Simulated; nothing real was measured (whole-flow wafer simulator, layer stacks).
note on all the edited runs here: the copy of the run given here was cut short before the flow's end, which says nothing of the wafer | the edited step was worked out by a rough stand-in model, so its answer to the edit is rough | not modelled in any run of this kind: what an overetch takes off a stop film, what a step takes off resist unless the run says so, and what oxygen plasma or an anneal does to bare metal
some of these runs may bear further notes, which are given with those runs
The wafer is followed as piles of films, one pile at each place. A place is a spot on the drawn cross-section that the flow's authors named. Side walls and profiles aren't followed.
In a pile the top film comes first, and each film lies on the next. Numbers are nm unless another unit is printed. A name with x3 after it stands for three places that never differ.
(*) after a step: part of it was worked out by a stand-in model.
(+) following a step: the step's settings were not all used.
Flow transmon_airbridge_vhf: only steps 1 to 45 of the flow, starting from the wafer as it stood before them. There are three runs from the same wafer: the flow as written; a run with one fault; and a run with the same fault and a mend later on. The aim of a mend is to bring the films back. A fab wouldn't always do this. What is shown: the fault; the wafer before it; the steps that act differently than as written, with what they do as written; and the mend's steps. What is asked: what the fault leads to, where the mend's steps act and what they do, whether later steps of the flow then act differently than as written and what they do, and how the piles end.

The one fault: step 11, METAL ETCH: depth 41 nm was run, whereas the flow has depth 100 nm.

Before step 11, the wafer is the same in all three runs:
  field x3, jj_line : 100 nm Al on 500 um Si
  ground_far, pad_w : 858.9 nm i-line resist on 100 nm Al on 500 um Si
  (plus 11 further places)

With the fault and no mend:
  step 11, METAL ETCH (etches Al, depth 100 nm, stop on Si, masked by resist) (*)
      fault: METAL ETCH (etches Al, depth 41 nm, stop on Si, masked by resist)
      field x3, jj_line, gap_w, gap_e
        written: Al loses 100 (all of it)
        fault: Al loses 41
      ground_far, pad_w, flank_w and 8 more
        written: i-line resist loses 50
        fault: i-line resist loses 20.5
  Later steps of the flow acting differently than as written (not shown: 10 more steps that differ only slightly, by at most 2% or 0.5 nm, whichever is larger):
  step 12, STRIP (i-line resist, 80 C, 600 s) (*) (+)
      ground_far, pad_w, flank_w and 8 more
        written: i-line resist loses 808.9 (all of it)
        fault: i-line resist loses 838.4 (all of it)
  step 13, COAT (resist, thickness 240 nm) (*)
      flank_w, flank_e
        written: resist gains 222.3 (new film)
        fault: resist gains 232 (new film)
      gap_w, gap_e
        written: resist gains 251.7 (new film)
        fault: resist gains 245.2 (new film)
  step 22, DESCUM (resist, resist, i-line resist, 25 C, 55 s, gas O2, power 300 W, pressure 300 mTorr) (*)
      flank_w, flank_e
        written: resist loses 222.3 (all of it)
        fault: resist loses 232 (all of it)
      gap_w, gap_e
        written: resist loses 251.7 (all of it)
        fault: resist loses 245.2 (all of it)
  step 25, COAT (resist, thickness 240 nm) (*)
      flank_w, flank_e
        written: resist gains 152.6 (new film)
        fault: resist gains 160.1 (new film)
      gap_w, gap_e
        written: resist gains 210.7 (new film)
        fault: resist gains 204.3 (new film)
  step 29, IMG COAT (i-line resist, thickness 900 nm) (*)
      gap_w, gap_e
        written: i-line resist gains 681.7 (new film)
        fault: i-line resist gains 666.3 (new film)
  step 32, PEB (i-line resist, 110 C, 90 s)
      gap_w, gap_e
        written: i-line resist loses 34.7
        fault: i-line resist loses 33.9
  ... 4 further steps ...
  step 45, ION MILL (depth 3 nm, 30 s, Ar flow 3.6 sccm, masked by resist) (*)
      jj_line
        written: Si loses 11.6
        fault: Al loses 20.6
  The piles end different from the flow's at field x3, jj_line, flank_w, gap_w, gap_e, flank_e by more than 2% or 0.5 nm, whichever is larger.
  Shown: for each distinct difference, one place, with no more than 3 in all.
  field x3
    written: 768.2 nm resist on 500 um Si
    fault: 768.2 nm resist on 59 nm Al on 500 um Si
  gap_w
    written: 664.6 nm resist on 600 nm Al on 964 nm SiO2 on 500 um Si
    fault: 648.8 nm resist on 600 nm Al on 964 nm SiO2 on 59 nm Al on 500 um Si
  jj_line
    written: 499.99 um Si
    fault: 38.4 nm Al on 500 um Si

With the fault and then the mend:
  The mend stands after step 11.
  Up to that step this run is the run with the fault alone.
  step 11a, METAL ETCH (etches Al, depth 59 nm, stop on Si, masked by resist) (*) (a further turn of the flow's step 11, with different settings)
      ground_far, pad_w, flank_w and 8 more
        i-line resist loses 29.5
      field x3, jj_line, gap_w, gap_e
        Al loses 59 (all of it)
  Later steps of the flow that are run all act as written at every place that is followed.
  By the end, the piles equal the flow's at every place that both follow.
